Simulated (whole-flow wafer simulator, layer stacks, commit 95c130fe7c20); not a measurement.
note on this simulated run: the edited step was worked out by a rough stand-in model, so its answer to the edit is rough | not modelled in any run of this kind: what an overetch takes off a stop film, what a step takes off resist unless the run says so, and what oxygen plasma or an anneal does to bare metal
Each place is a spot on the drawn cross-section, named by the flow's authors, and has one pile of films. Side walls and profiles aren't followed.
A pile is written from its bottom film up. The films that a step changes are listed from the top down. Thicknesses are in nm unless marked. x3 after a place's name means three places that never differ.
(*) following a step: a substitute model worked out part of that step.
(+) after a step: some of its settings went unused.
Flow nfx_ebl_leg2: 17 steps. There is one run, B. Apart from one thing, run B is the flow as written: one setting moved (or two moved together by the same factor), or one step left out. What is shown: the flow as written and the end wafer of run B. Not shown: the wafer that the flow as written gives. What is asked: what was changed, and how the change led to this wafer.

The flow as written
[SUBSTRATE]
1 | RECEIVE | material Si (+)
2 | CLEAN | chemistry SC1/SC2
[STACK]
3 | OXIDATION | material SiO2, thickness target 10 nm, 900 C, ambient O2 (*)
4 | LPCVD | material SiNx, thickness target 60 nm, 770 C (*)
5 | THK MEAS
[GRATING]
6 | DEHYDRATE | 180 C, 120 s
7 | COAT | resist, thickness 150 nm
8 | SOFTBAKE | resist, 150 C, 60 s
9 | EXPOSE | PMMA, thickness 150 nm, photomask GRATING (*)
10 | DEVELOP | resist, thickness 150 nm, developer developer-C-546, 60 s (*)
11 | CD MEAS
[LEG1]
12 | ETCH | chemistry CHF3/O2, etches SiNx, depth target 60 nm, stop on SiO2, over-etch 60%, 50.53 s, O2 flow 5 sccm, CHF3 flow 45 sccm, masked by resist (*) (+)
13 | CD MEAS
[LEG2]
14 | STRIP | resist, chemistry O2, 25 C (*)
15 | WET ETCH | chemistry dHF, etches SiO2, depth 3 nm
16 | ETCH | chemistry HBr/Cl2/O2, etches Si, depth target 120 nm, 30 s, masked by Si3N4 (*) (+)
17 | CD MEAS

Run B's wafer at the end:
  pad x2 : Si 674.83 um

The reason: step 16, ETCH: depth target 162 nm was run, though the flow has depth target 120 nm.

How this came from the change, step by step:
  16 | ETCH | chemistry HBr/Cl2/O2, etches Si, depth target 120 nm, 30 s, masked by Si3N4 (*) (+)
      pad x2: Si loses 162 (it would be, as written: Si loses 120)
